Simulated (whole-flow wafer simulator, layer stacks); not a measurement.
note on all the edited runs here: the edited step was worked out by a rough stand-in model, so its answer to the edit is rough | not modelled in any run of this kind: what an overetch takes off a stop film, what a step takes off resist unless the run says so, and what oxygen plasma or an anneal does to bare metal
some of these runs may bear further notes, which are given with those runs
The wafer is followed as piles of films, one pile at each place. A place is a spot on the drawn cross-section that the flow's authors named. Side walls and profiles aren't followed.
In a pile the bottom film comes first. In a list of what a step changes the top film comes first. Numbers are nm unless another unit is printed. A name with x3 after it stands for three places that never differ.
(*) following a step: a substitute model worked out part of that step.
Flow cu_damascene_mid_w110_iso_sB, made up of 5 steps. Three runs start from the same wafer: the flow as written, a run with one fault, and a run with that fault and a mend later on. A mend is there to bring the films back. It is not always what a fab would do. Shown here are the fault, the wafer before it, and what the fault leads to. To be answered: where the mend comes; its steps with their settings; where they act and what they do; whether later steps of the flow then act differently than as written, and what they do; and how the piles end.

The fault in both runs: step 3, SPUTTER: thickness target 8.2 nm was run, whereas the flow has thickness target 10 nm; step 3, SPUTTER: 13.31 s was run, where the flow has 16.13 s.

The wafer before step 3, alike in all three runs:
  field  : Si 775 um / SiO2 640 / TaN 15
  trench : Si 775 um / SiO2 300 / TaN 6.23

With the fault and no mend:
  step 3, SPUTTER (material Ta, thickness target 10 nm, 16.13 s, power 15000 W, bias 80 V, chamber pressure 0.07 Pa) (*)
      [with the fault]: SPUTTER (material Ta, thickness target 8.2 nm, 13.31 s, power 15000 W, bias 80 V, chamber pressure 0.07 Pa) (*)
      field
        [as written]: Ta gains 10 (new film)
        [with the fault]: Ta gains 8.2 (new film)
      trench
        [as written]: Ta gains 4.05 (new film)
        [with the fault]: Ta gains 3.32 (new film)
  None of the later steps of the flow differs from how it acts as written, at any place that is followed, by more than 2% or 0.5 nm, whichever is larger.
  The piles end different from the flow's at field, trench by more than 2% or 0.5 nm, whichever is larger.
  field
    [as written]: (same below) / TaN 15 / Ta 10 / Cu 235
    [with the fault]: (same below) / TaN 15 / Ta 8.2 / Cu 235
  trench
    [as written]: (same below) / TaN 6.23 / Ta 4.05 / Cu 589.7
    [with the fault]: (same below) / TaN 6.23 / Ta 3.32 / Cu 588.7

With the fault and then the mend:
  After step 3 comes the mend.
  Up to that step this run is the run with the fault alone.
  step 3a, SPUTTER (material Ta, thickness target 1.8 nm, 2.903 s, power 15000 W, bias 80 V, chamber pressure 0.07 Pa) (*) (a further turn of the flow's step 3, with different settings)
      field
        Ta gains 1.8
      trench
        Ta gains 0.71
  None of the later steps of the flow acts differently than as written at any place that is followed.
  At the end the piles are close to the flow's at the places that both follow, differing by at most 2% or 0.5 nm, whichever is larger.
